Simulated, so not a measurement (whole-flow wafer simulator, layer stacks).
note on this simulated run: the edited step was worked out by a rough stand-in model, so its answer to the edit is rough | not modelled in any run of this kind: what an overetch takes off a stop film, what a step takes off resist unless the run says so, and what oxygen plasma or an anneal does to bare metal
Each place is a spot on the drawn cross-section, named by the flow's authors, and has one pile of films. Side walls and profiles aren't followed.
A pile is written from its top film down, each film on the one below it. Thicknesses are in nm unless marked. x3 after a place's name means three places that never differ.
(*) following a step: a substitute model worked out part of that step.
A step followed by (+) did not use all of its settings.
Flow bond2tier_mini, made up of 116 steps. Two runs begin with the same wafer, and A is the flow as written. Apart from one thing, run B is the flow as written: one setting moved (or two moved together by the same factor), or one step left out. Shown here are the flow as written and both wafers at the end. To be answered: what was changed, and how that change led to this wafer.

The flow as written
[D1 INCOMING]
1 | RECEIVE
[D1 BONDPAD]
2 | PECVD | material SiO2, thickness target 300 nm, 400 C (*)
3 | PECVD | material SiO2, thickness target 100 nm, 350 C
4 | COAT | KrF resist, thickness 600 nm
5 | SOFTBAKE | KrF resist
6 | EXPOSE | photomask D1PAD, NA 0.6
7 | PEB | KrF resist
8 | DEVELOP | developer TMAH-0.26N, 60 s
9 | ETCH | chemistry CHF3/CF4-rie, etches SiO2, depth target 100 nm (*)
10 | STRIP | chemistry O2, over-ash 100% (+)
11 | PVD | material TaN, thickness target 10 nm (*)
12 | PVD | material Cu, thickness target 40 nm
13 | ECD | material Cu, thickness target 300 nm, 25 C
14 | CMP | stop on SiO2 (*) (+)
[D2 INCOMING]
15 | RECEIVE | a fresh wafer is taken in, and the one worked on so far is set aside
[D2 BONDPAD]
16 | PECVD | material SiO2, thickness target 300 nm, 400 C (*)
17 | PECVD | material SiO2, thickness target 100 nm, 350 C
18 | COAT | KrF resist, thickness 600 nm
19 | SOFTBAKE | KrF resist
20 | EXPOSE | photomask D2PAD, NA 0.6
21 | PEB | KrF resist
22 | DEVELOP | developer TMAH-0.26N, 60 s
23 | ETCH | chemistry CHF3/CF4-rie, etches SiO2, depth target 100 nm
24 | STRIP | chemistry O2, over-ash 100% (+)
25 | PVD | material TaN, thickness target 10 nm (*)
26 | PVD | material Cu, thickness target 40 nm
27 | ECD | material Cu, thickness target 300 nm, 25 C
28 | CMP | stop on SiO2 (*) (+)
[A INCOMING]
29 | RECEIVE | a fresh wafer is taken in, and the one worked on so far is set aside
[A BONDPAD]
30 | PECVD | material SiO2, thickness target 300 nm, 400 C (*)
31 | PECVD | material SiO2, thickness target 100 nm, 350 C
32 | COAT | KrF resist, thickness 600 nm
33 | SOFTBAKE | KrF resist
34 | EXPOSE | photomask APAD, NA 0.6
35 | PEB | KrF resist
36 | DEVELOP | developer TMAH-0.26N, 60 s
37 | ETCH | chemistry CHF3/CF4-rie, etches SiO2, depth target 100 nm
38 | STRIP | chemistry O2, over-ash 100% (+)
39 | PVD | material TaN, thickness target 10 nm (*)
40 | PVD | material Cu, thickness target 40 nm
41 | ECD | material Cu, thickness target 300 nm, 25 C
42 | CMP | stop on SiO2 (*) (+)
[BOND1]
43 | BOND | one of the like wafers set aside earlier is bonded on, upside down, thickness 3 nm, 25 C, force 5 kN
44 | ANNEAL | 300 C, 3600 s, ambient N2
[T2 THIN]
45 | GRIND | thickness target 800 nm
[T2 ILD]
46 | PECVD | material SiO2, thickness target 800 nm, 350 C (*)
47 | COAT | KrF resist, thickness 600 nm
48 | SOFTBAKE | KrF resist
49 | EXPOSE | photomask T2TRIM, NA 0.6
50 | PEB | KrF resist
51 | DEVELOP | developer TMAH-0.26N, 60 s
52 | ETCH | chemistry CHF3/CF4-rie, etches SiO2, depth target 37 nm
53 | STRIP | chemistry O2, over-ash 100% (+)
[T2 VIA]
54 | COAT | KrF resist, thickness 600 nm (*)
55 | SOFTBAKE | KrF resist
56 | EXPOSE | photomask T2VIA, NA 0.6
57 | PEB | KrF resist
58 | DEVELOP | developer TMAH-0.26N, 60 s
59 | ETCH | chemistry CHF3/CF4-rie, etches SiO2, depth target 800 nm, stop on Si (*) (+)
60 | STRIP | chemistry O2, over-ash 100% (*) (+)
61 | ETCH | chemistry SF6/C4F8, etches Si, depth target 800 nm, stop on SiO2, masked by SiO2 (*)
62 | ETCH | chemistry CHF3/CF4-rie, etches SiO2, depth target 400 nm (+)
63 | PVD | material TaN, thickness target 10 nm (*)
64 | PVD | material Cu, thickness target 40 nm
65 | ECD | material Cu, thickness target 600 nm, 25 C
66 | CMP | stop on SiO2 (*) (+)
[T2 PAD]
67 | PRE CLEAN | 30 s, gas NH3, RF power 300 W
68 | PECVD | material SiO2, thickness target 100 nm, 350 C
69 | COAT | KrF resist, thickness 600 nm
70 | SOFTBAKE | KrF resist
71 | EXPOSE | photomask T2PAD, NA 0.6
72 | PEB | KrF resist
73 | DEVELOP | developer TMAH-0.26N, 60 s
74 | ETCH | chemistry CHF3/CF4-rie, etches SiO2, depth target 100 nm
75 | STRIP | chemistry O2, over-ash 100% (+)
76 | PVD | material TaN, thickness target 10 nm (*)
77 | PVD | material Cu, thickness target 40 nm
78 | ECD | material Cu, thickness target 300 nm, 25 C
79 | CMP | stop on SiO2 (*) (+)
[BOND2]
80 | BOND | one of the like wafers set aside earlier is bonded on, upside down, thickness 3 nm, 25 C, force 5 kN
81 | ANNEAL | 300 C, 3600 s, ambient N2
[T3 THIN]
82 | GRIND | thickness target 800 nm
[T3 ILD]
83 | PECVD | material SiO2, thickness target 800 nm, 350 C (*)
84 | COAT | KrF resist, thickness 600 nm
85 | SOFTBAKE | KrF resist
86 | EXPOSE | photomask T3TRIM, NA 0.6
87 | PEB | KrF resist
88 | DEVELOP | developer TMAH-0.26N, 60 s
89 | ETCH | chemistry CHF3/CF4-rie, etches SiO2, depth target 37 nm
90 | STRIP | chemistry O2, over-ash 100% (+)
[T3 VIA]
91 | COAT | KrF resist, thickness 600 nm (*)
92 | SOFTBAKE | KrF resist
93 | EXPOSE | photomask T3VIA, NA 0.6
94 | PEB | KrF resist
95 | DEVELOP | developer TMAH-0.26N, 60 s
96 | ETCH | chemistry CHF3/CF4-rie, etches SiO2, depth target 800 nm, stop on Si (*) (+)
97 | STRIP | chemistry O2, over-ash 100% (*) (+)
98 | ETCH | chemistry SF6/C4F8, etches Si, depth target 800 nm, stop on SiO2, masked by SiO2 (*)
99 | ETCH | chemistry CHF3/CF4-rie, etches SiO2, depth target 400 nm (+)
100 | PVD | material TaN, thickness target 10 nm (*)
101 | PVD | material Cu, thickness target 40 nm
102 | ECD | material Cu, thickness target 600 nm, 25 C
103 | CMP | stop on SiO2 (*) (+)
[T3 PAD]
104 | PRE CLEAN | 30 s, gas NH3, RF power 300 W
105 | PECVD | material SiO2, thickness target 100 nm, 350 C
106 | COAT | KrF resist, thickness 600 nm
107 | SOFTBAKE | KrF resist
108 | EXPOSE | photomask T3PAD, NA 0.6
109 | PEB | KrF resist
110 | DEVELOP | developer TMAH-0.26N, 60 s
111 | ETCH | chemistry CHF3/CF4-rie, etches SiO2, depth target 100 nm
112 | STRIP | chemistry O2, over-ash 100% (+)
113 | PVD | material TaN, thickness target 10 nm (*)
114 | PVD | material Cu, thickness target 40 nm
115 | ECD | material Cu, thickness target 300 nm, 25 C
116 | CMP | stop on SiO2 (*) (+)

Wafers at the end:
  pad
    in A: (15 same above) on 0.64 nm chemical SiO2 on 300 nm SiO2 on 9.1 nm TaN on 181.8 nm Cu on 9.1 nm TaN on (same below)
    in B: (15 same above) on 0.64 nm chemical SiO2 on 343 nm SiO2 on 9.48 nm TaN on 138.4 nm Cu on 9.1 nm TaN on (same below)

What caused this: step 9, ETCH: depth target 57 nm was run, though the flow has depth target 100 nm.

How this came from the change, step by step:
  9 | ETCH | chemistry CHF3/CF4-rie, etches SiO2, depth target 100 nm (*)
      pad, via: A -100 SiO2 | B -57 SiO2
      field: A -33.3 KrF resist | B -19 KrF resist
  10 | STRIP | chemistry O2, over-ash 100% (+)
      field: A -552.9 KrF resist (all of it) | B -567.3 KrF resist (all of it)
  12 | PVD | material Cu, thickness target 40 nm
      pad: A +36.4 Cu (new film) | B +37.9 Cu (new film)
  13 | ECD | material Cu, thickness target 300 nm, 25 C
      pad: A +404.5 Cu | B +359.6 Cu
      via: A +400.2 Cu | B +357 Cu
  43 | BOND | one of the like wafers set aside earlier is bonded on, upside down, thickness 3 nm, 25 C, force 5 kN
      pad: A +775 um Si (new film), +0.64 chemical SiO2 (new film), +300 SiO2 (new film), +9.1 TaN (new film), +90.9 Cu | B +775 um Si (new film), +0.64 chemical SiO2 (new film), +343 SiO2 (new film), +9.48 TaN (new film), +47.5 Cu
      via: A +775 um Si (new film), +0.64 chemical SiO2 (new film), +300 SiO2 (new film), +9.97 TaN (new film), +90 Cu | B +775 um Si (new film), +0.64 chemical SiO2 (new film), +343 SiO2 (new film), +10 TaN (new film), +47 Cu
